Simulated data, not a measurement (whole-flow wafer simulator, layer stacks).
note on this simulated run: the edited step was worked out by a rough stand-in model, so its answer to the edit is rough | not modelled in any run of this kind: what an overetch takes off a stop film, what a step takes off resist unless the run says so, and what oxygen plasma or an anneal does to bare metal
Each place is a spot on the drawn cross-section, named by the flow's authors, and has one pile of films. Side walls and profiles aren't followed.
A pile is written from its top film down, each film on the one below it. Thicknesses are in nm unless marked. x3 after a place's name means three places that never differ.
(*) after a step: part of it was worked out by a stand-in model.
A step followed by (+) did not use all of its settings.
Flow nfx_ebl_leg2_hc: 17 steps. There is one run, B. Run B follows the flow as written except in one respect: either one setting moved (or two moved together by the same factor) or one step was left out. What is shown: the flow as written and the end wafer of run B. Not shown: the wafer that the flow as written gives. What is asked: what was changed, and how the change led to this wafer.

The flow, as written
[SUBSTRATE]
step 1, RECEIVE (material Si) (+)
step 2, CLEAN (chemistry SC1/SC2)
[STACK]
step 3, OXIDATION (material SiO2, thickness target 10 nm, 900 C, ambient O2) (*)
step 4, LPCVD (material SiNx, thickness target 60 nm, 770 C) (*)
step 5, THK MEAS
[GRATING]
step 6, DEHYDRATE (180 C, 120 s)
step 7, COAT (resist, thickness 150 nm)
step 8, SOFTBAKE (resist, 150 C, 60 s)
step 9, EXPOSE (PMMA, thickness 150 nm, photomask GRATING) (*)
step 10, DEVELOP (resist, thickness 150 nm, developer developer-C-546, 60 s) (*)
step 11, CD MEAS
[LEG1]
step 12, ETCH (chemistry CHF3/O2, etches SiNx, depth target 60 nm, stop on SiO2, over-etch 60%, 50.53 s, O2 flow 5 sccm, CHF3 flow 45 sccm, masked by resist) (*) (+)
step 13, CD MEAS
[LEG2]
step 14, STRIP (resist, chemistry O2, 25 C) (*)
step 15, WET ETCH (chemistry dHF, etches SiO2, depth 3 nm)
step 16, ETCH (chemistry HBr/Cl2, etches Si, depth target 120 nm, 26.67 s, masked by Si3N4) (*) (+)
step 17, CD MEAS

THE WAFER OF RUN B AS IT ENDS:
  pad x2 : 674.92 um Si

Cause: step 16, ETCH: depth target 75 nm was run, though the flow has depth target 120 nm.

The path from the change to this, step by step:
  step 16, ETCH (chemistry HBr/Cl2, etches Si, depth target 120 nm, 26.67 s, masked by Si3N4) (*) (+)
      pad x2: -75 Si (in the flow as written it would be: -120 Si)
